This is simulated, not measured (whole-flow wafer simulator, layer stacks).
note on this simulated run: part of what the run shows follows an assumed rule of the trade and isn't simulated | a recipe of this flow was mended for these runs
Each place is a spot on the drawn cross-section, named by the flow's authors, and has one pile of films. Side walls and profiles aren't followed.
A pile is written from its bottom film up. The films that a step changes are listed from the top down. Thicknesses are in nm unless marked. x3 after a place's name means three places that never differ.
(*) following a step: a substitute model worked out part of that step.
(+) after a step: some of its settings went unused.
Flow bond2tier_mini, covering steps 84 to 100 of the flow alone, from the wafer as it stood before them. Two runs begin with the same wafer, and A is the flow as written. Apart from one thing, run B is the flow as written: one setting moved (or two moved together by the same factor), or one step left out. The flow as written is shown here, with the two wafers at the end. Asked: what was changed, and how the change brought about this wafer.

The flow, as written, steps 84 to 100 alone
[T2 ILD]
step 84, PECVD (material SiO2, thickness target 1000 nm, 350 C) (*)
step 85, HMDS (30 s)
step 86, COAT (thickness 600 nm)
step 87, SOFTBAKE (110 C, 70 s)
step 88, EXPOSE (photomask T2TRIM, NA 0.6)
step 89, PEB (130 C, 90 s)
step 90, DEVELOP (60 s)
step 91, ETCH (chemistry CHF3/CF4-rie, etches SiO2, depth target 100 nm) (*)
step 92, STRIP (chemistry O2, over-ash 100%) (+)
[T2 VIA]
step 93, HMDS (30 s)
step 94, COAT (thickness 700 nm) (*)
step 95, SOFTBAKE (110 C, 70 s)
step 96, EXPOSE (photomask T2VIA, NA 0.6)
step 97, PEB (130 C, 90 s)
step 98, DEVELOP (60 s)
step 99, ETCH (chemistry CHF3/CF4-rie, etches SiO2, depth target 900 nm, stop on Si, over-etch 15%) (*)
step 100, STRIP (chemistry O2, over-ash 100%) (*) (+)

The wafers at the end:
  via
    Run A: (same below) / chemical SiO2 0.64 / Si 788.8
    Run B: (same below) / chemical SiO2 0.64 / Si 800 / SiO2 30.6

Cause: step 99, ETCH: depth target 756 nm was run, whereas the flow has depth target 900 nm.

The path from the change to this, step by step:
  step 99, ETCH (chemistry CHF3/CF4-rie, etches SiO2, depth target 900 nm, stop on Si, over-etch 15%) (*)
      via: A SiO2 loses 900 (all of it), Si loses 11.2 | B SiO2 loses 869.4
      field, pad: A thick-KrF-resist loses 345 | B thick-KrF-resist loses 289.8
  step 100, STRIP (chemistry O2, over-ash 100%) (*) (+)
      field: A thick-KrF-resist loses 286.6 (all of it) | B thick-KrF-resist loses 341.8 (all of it)
      pad: A thick-KrF-resist loses 372.9 (all of it) | B thick-KrF-resist loses 428.1 (all of it)
